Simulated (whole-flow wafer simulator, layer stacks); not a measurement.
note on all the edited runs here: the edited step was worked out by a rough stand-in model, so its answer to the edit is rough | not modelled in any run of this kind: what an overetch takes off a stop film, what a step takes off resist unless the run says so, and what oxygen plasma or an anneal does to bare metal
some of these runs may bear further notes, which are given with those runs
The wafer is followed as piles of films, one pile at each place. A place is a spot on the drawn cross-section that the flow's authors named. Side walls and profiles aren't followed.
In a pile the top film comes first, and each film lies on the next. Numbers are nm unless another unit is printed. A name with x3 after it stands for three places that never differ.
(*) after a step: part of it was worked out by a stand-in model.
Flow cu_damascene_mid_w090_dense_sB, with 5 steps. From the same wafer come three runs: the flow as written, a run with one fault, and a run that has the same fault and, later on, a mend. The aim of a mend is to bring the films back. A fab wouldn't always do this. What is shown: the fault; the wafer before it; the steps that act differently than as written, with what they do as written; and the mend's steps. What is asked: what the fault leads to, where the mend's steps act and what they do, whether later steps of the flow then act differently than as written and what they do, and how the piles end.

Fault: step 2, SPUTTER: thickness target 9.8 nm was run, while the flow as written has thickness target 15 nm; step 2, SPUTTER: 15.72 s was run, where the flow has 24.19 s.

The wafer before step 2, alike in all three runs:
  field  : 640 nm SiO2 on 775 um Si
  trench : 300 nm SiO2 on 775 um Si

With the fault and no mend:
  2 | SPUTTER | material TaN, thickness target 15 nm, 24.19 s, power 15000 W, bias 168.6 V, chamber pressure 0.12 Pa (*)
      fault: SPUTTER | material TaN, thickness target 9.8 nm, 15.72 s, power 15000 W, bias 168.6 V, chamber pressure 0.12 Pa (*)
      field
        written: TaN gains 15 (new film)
        fault: TaN gains 9.8 (new film)
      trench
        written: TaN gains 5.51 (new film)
        fault: TaN gains 3.6 (new film)
  Every later step of the flow that is run acts as written, at every place that is followed, to within 2% or 0.5 nm, whichever is larger.
  The piles end different from the flow's at field, trench by more than 2% or 0.5 nm, whichever is larger.
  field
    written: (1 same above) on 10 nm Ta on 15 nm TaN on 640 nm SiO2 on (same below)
    fault: (1 same above) on 10 nm Ta on 9.8 nm TaN on 640 nm SiO2 on (same below)
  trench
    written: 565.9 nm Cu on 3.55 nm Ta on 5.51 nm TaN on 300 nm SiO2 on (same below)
    fault: 562.6 nm Cu on 3.62 nm Ta on 3.6 nm TaN on 300 nm SiO2 on (same below)

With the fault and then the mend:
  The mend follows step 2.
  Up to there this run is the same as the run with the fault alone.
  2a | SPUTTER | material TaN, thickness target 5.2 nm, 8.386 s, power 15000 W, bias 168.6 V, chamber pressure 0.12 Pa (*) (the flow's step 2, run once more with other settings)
      field
        TaN gains 5.2
      trench
        TaN gains 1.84
  Every later step of the flow that is run acts as written, at every place that is followed, to within 2% or 0.5 nm, whichever is larger.
  The piles end only slightly different from the flow's at the places that both follow, by no more than 2% or 0.5 nm, whichever is larger.
